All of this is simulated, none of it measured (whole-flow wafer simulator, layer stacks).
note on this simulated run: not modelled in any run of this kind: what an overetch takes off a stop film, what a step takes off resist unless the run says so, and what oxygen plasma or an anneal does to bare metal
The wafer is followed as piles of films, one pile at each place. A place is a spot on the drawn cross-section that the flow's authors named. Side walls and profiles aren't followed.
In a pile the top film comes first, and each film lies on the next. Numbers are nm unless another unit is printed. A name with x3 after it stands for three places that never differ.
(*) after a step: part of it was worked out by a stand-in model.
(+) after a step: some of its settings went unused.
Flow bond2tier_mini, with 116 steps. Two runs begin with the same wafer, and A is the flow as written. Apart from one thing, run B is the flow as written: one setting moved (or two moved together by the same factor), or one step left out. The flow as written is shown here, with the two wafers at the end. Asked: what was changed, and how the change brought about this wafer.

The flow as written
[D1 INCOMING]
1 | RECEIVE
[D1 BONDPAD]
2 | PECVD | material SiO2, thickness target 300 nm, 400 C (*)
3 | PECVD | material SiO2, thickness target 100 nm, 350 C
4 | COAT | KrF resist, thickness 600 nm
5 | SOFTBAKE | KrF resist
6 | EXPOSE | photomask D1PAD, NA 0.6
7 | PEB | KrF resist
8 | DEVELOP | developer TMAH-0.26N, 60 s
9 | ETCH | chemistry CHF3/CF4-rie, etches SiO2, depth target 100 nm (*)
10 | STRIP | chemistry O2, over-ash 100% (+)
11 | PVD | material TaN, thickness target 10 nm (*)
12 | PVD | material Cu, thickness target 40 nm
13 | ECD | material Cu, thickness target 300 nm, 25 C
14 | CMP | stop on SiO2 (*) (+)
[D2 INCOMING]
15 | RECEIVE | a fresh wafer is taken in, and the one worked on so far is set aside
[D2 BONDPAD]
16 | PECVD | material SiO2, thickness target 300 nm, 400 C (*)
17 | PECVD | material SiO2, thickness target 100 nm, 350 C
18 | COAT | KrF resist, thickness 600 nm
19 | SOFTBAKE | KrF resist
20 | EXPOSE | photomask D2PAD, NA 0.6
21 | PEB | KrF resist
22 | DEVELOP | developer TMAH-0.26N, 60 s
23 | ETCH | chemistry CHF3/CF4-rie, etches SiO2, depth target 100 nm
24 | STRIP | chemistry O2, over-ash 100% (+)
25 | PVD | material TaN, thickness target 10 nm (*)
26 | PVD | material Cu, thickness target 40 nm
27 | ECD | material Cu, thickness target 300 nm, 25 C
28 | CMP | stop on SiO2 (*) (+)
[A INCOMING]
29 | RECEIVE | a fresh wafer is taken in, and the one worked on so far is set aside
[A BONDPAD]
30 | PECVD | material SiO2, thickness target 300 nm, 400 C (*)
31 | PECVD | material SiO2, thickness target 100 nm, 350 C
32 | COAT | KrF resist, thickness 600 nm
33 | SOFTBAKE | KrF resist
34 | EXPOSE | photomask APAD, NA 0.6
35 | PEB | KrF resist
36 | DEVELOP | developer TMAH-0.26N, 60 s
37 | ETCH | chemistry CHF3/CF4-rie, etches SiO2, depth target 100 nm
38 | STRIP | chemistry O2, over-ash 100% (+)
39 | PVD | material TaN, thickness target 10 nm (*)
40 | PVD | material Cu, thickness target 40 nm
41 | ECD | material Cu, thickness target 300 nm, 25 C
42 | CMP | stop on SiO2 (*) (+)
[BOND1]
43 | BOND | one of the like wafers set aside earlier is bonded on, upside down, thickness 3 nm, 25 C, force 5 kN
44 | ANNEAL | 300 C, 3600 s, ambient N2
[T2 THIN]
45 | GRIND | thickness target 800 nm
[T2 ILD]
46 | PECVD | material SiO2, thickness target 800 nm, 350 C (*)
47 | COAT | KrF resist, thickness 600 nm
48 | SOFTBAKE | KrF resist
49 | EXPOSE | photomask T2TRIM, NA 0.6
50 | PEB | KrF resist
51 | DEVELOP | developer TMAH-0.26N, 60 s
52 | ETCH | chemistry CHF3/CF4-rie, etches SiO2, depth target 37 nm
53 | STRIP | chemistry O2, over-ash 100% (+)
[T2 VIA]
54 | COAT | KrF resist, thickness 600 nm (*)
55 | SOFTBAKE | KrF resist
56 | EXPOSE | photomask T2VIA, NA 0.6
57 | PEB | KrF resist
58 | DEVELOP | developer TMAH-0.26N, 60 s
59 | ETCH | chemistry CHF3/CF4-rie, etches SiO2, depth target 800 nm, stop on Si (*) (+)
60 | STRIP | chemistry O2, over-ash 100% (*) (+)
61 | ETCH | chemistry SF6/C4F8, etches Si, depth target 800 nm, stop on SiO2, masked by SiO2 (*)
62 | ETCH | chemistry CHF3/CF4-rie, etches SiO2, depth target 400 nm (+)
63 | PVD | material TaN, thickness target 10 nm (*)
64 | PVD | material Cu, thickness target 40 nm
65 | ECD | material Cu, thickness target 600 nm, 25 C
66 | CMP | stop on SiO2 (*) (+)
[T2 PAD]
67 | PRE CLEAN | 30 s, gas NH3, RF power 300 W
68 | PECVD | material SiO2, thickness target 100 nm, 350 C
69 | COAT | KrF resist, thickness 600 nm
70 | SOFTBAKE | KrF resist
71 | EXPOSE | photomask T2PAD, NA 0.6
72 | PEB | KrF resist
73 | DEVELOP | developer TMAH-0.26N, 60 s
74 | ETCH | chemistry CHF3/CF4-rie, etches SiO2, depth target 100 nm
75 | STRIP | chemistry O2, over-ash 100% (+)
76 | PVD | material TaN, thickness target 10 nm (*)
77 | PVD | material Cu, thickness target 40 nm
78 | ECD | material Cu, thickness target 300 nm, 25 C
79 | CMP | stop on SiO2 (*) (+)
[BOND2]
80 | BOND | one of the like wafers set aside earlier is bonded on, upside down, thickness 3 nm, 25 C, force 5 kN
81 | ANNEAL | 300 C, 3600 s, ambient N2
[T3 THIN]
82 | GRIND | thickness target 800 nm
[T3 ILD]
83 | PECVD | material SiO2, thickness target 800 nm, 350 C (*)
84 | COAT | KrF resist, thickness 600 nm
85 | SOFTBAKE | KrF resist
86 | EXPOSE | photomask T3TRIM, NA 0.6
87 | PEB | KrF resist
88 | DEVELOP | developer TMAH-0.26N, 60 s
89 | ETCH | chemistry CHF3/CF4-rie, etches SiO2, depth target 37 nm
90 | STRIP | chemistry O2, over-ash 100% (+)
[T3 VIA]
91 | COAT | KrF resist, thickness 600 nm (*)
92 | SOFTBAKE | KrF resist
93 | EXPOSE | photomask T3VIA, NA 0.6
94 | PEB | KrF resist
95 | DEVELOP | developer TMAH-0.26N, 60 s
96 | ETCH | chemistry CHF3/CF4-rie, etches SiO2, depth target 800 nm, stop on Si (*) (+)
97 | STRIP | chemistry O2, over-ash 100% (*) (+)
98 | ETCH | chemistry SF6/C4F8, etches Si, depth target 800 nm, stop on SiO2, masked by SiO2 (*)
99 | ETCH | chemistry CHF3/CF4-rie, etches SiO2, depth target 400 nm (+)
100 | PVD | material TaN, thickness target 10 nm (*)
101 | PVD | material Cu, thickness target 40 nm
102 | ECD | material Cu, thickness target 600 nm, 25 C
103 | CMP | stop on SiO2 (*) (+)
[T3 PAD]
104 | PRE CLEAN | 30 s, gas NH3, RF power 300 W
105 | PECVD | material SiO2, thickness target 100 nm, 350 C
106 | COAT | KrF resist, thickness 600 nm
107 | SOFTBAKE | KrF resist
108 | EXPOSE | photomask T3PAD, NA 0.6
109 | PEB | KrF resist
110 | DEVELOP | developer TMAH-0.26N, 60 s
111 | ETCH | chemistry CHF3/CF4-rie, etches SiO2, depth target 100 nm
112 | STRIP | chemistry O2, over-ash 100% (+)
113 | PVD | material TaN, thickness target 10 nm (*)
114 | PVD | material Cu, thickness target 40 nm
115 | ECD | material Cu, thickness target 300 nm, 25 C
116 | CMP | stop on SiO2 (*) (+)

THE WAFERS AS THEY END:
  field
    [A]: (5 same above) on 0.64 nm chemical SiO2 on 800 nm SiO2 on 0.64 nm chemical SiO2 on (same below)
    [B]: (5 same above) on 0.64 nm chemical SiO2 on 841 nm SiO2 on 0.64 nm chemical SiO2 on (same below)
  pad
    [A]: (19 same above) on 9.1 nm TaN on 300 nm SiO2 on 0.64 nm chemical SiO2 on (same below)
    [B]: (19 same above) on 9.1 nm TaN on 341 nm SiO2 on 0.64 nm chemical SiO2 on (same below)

What caused this: step 31, PECVD: thickness target 141 nm was run, while the flow as written has thickness target 100 nm.

The path from the change to this, step by step:
  31 | PECVD | material SiO2, thickness target 100 nm, 350 C
      field, pad, via: A +100 SiO2 | B +141 SiO2
